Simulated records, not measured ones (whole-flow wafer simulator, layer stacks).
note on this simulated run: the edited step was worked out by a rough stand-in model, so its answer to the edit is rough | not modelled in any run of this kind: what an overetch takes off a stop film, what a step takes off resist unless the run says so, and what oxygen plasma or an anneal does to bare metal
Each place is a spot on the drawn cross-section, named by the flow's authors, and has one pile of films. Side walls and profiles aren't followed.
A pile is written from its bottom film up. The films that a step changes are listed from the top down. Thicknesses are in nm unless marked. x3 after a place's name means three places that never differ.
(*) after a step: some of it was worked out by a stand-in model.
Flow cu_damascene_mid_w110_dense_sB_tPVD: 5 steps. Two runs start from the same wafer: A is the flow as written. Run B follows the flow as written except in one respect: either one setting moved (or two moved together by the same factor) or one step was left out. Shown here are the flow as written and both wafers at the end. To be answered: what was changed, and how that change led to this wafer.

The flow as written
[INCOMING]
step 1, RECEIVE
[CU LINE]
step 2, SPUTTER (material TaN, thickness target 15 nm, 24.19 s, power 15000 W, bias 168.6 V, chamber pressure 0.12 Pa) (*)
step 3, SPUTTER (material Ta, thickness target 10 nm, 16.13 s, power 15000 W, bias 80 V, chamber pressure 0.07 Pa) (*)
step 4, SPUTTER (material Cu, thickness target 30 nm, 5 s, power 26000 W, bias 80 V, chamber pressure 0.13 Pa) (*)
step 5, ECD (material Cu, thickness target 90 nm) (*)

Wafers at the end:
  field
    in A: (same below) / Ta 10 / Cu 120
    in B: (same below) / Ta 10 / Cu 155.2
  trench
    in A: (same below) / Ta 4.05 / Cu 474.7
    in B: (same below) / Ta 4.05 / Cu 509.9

The reason: step 5, ECD: thickness target 125.2 nm was run, though the flow has thickness target 90 nm.

The path from the change to this, step by step:
  step 5, ECD (material Cu, thickness target 90 nm) (*)
      field: A +90 Cu | B +125.2 Cu
      trench: A +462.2 Cu | B +497.4 Cu
